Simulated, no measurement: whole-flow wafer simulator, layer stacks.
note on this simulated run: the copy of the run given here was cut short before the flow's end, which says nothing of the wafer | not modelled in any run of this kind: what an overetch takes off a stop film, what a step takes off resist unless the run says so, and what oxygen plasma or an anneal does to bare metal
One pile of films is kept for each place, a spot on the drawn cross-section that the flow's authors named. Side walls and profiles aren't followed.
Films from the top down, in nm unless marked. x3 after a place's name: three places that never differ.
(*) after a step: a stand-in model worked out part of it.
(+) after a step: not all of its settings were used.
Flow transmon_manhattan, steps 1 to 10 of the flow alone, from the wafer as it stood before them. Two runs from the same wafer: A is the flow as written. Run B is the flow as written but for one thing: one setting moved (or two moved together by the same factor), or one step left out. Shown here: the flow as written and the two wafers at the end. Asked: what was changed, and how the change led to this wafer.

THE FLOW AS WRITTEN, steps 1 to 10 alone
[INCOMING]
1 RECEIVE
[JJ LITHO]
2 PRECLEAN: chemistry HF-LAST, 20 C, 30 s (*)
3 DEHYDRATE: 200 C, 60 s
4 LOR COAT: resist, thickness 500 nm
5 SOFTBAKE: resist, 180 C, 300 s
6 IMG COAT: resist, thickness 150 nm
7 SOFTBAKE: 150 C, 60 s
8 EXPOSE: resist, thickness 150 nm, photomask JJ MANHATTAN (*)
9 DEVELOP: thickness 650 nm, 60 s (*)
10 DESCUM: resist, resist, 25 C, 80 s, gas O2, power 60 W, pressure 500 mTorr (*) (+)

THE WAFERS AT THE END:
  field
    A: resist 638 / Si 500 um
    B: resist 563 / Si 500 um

The cause: step 6, IMG COAT: thickness 75 nm was run, where the flow has thickness 150 nm.

How the change led to this, step by step:
  6 IMG COAT: resist, thickness 150 nm
      field, chan_a x2: A resist +150 | B resist +75
  9 DEVELOP: thickness 650 nm, 60 s (*)
      chan_a x2: A resist -650 (all of it) | B resist -575 (all of it)
